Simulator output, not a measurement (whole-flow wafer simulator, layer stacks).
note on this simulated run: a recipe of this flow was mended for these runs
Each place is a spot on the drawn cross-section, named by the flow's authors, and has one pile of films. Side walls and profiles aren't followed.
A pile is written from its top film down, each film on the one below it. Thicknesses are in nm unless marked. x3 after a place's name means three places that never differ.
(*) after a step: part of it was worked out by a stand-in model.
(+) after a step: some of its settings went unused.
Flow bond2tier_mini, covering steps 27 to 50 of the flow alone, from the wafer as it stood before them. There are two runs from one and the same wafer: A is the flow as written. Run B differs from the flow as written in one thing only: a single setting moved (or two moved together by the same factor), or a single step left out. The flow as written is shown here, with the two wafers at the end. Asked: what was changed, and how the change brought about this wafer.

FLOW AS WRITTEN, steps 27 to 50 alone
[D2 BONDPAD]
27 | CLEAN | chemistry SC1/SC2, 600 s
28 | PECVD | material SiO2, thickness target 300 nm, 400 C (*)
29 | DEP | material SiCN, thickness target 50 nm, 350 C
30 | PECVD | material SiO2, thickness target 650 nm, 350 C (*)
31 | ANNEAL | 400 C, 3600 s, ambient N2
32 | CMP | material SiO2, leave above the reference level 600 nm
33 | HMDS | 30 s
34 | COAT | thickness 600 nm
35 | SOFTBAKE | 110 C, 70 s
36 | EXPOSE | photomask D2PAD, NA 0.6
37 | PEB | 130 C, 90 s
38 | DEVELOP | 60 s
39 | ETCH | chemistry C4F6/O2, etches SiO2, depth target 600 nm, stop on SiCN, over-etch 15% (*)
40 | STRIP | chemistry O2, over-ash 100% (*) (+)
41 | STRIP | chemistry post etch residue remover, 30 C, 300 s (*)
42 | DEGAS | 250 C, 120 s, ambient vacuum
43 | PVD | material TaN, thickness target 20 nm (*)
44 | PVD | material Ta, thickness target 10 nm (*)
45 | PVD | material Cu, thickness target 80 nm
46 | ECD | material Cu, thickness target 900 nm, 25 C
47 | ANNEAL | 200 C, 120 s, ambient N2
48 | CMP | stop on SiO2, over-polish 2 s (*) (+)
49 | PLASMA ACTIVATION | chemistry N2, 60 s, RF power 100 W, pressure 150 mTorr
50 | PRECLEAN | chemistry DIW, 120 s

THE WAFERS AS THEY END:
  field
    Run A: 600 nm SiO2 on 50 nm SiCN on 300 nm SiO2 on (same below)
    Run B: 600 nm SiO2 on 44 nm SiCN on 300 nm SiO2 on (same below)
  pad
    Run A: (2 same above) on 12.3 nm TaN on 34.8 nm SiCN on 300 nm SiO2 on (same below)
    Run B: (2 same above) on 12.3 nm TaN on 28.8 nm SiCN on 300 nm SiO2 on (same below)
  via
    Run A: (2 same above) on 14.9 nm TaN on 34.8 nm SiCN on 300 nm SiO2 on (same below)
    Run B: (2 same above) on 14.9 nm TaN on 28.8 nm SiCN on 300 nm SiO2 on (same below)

Cause: step 29, DEP: thickness target 44 nm was run, whereas the flow has thickness target 50 nm.
One can read it off the wafer: field has SiCN 44, and step 29 as written asks for 50 nm.

Step by step, how the change led to this:
  29 | DEP | material SiCN, thickness target 50 nm, 350 C
      field, pad, via: A +50 SiCN (new film) | B +44 SiCN (new film)
